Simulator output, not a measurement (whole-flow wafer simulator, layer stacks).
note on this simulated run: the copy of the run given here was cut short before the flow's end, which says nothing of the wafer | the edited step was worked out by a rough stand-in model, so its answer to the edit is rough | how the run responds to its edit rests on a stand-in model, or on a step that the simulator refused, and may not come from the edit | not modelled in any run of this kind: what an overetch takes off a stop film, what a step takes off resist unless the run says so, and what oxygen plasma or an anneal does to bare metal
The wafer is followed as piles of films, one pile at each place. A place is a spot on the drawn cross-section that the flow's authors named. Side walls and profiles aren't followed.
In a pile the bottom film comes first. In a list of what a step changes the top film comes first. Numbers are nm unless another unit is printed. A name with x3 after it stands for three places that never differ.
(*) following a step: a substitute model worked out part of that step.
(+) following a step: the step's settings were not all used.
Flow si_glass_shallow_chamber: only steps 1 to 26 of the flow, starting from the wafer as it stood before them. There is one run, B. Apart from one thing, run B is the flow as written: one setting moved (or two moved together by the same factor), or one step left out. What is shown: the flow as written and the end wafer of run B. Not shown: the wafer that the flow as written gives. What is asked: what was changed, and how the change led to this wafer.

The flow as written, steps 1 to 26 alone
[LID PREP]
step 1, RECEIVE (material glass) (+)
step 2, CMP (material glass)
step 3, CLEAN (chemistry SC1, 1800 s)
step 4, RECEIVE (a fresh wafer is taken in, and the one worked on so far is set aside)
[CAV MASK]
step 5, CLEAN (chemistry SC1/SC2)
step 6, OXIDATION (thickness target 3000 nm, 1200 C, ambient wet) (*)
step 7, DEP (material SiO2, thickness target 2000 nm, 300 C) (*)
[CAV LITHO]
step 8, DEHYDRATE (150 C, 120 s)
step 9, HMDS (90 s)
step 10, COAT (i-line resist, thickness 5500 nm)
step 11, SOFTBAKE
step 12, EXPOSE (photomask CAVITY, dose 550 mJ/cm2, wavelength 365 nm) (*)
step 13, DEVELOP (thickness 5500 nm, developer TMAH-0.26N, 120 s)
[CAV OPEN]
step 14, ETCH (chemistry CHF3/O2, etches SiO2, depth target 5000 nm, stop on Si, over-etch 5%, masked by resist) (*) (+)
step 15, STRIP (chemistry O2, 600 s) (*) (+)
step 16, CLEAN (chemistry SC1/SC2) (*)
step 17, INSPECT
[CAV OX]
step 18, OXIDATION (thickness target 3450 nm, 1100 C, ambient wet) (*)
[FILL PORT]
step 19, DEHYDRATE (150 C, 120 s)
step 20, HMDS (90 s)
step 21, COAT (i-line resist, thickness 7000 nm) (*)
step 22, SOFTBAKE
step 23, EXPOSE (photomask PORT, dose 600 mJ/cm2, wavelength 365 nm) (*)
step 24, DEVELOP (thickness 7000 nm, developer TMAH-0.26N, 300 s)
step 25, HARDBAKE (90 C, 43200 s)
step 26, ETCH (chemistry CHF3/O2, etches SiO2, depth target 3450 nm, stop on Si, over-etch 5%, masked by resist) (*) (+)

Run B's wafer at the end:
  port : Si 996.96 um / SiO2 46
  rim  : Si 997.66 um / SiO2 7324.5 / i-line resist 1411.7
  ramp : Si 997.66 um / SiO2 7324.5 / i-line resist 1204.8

Cause: step 6, OXIDATION: thickness target 4425 nm was run, while the flow as written has thickness target 3000 nm.

How this came from the change, step by step:
  step 6, OXIDATION (thickness target 3000 nm, 1200 C, ambient wet) (*)
      rim, ramp, cav, port, septum, ring: +4425 SiO2 (new film), -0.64 chemical SiO2 (all of it), -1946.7 Si (as written it would have been: +3000 SiO2 (new film), -0.64 chemical SiO2 (all of it), -1319.7 Si)
  step 14, ETCH (chemistry CHF3/O2, etches SiO2, depth target 5000 nm, stop on Si, over-etch 5%, masked by resist) (*) (+)
      cav, port: -5250 SiO2 (as written it would have been: -5000 SiO2 (all of it), -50 Si)
  step 15, STRIP (chemistry O2, 600 s) (*) (+)
      cav, port: nothing (as written it would have been: +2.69 chemical SiO2 (new film), -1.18 Si)
  step 18, OXIDATION (thickness target 3450 nm, 1100 C, ambient wet) (*)
      cav, port: +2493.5 SiO2, -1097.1 Si (as written it would have been: +3450 SiO2 (new film), -2.69 chemical SiO2 (all of it), -1516.8 Si)
      rim, ramp, septum, ring: +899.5 SiO2, -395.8 Si (as written it would have been: +1109.8 SiO2, -488.3 Si)
  step 21, COAT (i-line resist, thickness 7000 nm) (*)
      rim: +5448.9 i-line resist (new film) (as written it would have been: +5660.1 i-line resist (new film))
      ramp: +4797.6 i-line resist (new film) (as written it would have been: +5087.8 i-line resist (new film))
  step 22, SOFTBAKE
      rim: -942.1 i-line resist (as written it would have been: -849 i-line resist)
      ramp: -504.5 i-line resist (as written it would have been: -434.5 i-line resist)
      (as well as at 3 more places)
  step 25, HARDBAKE (90 C, 43200 s)
      rim: -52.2 i-line resist (as written it would have been: -62.5 i-line resist)
      ramp: -45.5 i-line resist (as written it would have been: -57.1 i-line resist)
      (as well as at 1 more place)
  step 26, ETCH (chemistry CHF3/O2, etches SiO2, depth target 3450 nm, stop on Si, over-etch 5%, masked by resist) (*) (+)
      port: -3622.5 SiO2 (as written it would have been: -3450 SiO2 (all of it), -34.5 Si)
